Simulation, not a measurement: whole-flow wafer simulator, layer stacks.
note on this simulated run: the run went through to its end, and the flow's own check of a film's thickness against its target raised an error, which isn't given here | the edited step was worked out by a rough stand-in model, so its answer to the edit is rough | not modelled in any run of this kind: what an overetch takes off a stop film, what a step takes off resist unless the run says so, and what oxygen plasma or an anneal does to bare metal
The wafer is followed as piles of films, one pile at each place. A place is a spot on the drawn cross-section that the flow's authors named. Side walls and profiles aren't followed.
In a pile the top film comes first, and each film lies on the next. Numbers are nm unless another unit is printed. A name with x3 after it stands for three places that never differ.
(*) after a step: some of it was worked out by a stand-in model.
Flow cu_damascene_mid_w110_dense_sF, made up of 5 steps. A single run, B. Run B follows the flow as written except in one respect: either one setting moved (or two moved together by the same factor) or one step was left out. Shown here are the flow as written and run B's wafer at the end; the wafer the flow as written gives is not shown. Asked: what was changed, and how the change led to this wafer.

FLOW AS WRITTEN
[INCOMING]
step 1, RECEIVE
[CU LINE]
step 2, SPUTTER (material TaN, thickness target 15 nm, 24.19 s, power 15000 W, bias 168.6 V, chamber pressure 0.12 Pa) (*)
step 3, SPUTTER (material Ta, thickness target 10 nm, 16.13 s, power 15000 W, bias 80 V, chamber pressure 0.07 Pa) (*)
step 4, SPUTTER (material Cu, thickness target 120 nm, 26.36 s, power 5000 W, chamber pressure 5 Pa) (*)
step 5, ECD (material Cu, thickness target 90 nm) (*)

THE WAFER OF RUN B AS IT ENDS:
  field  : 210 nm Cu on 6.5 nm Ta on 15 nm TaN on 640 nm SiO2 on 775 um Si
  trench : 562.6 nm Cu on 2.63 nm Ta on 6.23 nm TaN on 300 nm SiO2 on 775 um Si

The reason: step 3, SPUTTER: thickness target 6.5 nm was run, though the flow has thickness target 10 nm; step 3, SPUTTER: 10.48 s was run, where the flow has 16.13 s.
The wafer lets one read it off: field has Ta 6.5, and step 3 as written asks for 10 nm.

Step by step, how the change led to this:
  step 3, SPUTTER (material Ta, thickness target 10 nm, 16.13 s, power 15000 W, bias 80 V, chamber pressure 0.07 Pa) (*)
      field: +6.5 Ta (new film) (it would be, as written: +10 Ta (new film))
      trench: +2.63 Ta (new film) (it would be, as written: +4.05 Ta (new film))
